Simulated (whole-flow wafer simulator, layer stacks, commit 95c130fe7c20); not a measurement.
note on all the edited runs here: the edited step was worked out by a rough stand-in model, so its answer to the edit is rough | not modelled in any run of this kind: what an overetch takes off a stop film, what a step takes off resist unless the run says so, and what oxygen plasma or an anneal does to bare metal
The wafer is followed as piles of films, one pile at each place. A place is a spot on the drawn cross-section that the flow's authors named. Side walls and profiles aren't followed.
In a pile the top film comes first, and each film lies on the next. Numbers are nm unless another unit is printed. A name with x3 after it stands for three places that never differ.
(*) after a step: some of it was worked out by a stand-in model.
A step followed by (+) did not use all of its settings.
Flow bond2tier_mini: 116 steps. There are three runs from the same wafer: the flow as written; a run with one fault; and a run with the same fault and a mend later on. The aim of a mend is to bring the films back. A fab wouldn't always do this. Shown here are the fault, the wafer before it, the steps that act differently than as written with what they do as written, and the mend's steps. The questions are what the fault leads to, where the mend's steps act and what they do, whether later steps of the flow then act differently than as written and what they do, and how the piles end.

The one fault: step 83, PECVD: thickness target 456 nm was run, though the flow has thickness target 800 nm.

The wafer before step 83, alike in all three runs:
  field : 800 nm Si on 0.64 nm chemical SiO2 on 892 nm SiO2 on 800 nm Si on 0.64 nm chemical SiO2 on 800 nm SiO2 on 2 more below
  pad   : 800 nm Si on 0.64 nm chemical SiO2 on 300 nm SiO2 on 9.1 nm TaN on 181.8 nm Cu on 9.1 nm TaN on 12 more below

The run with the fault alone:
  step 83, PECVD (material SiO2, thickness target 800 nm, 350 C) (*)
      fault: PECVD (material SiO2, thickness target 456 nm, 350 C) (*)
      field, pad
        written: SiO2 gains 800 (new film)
        fault: SiO2 gains 456 (new film)
  Steps later in the flow that act otherwise than as written:
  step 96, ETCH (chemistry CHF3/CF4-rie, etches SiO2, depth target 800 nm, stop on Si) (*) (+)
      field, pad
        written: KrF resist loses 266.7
        fault: KrF resist loses 209.5
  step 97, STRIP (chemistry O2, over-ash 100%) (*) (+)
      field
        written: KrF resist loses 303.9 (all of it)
        fault: KrF resist loses 361.1 (all of it)
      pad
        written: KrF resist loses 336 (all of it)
        fault: KrF resist loses 393.1 (all of it)
  The piles end different from the flow's at field, pad by more than 2% or 0.5 nm, whichever is larger.
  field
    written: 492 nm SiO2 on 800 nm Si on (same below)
    fault: 148 nm SiO2 on 800 nm Si on (same below)
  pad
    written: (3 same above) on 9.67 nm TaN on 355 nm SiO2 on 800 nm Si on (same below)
    fault: (3 same above) on 9.67 nm TaN on 11 nm SiO2 on 800 nm Si on (same below)

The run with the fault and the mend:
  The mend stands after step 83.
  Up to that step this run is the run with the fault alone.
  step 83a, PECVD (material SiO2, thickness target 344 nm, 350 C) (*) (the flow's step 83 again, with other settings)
      field, pad
        SiO2 gains 344
  None of the later steps of the flow acts differently than as written at any place that is followed.
  At every place that both follow, the piles at the end match the flow's.
